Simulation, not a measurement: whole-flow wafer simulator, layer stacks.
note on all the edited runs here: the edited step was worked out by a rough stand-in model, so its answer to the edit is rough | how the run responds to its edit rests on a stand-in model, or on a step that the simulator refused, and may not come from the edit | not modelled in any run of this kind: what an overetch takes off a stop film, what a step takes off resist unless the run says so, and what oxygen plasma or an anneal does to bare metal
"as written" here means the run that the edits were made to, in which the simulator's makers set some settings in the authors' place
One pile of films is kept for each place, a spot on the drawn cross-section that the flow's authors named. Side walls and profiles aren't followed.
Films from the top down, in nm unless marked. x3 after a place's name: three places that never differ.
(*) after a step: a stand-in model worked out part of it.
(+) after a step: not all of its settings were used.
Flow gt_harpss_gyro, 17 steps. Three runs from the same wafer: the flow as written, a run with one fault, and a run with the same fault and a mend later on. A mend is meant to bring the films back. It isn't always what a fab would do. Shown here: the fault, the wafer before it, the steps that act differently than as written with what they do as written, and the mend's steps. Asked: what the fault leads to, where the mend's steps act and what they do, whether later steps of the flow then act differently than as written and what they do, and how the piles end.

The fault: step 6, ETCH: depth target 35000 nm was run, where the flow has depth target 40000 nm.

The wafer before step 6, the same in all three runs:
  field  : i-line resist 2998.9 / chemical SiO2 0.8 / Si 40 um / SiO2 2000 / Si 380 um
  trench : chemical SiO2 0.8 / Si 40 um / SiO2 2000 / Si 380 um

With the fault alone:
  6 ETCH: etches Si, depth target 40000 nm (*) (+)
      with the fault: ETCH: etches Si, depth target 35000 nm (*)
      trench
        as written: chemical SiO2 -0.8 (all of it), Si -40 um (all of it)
        with the fault: chemical SiO2 -0.8 (all of it), Si -35 um
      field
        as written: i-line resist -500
        with the fault: i-line resist -437.5
  Later steps of the flow that act differently than as written (3 more steps differ only slightly, by at most 2% or 0.5 nm, whichever is larger, and aren't shown):
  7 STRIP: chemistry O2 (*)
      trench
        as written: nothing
        with the fault: chemical SiO2 +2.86 (new film), Si -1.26
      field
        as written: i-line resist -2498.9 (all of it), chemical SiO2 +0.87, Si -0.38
        with the fault: i-line resist -2561.4 (all of it), chemical SiO2 +0.87, Si -0.38
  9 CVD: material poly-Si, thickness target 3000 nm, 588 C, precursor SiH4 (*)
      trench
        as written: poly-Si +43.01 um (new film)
        with the fault: poly-Si +38 um (new film)
  At the end the piles differ from the flow's by more than 2% or 0.5 nm, whichever is larger, at trench.
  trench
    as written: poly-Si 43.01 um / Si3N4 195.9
    with the fault: poly-Si 38 um / Si3N4 196.6 / chemical SiO2 2.86 / Si 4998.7

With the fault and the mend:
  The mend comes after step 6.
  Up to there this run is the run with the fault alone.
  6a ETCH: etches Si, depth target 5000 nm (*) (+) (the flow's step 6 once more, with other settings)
      field
        i-line resist -62.5
      trench
        Si -4999.9 (all of it)
  No later step of the flow acts differently than as written at any place that is followed.
  At the end the piles are the same as the flow's at every place that both follow.
